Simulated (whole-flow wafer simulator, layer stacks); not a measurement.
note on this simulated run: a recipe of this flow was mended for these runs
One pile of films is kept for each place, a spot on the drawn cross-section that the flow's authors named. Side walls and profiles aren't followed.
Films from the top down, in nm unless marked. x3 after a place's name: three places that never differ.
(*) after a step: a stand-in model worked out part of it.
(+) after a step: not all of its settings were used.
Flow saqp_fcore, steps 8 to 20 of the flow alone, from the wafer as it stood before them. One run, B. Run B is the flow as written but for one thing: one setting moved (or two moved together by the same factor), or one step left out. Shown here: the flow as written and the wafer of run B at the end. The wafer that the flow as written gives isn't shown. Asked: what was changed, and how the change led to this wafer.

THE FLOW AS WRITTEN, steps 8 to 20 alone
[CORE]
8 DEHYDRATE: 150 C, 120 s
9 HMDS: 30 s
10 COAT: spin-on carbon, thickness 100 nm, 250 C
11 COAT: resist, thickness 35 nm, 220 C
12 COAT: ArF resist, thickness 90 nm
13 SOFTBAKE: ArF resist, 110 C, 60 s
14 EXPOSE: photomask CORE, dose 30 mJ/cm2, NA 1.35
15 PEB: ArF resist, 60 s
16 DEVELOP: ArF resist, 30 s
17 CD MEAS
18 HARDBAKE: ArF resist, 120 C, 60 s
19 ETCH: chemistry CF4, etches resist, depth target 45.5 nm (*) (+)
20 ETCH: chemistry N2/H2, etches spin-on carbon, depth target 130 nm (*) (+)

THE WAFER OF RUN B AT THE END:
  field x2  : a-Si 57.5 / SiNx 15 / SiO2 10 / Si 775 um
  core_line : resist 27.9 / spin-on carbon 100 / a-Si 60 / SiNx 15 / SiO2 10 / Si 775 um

The cause: step 20, ETCH: depth target 140.6 nm was run, where the flow has depth target 130 nm.

How the change led to this, step by step:
  20 ETCH: chemistry N2/H2, etches spin-on carbon, depth target 130 nm (*) (+)
      field x2: spin-on carbon -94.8 (all of it), a-Si -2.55 (as written it would be: spin-on carbon -94.8 (all of it), a-Si -1.96)
      core_line: ArF resist -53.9 (all of it), resist -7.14 (as written it would be: ArF resist -53.9 (all of it), resist -6.44)
